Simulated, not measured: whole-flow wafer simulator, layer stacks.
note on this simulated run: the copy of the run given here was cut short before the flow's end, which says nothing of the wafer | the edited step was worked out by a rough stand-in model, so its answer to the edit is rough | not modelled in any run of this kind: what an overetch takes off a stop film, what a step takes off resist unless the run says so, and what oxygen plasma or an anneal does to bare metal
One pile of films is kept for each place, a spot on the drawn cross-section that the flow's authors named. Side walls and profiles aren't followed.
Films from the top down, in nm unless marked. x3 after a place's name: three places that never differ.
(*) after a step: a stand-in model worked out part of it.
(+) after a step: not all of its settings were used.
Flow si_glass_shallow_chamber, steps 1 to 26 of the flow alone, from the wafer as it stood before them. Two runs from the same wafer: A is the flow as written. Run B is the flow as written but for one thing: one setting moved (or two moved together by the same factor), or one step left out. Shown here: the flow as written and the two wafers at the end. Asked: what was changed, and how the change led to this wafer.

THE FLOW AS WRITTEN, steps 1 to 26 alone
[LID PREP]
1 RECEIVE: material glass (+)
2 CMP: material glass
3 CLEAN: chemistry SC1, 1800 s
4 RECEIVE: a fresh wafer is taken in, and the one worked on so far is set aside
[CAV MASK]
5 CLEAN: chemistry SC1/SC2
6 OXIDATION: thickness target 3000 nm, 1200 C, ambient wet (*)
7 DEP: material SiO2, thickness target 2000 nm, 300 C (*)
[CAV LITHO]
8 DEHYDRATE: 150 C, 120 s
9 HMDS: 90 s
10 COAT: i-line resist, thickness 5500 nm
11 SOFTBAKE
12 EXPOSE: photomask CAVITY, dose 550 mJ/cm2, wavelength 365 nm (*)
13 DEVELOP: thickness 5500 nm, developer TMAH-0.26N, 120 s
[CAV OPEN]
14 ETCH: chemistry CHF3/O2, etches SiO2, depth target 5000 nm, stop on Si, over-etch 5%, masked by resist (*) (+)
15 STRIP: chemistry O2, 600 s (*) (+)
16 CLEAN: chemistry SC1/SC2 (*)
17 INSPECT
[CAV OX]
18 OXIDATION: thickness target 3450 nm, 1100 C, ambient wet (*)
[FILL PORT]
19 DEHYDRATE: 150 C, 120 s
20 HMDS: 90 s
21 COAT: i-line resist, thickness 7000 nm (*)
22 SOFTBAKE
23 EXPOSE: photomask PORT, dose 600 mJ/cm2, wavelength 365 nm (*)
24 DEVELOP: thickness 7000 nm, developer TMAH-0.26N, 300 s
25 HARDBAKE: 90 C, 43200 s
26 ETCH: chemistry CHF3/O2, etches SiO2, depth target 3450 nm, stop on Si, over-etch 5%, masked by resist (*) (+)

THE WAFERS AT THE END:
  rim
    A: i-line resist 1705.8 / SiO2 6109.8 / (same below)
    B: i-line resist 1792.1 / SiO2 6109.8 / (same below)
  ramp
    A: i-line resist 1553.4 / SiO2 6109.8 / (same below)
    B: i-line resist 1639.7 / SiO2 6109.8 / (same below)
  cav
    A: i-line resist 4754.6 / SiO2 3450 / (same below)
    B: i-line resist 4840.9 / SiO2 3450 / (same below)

The cause: step 26, ETCH: over-etch 2% was run, where the flow has over-etch 5%.

How the change led to this, step by step:
  26 ETCH: chemistry CHF3/O2, etches SiO2, depth target 3450 nm, stop on Si, over-etch 5%, masked by resist (*) (+)
      rim, ramp, cav, ring: A i-line resist -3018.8 | B i-line resist -2932.5
      port: A SiO2 -3450 (all of it), Si -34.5 | B SiO2 -3450 (all of it), Si -13.8
      (and at 1 more place)
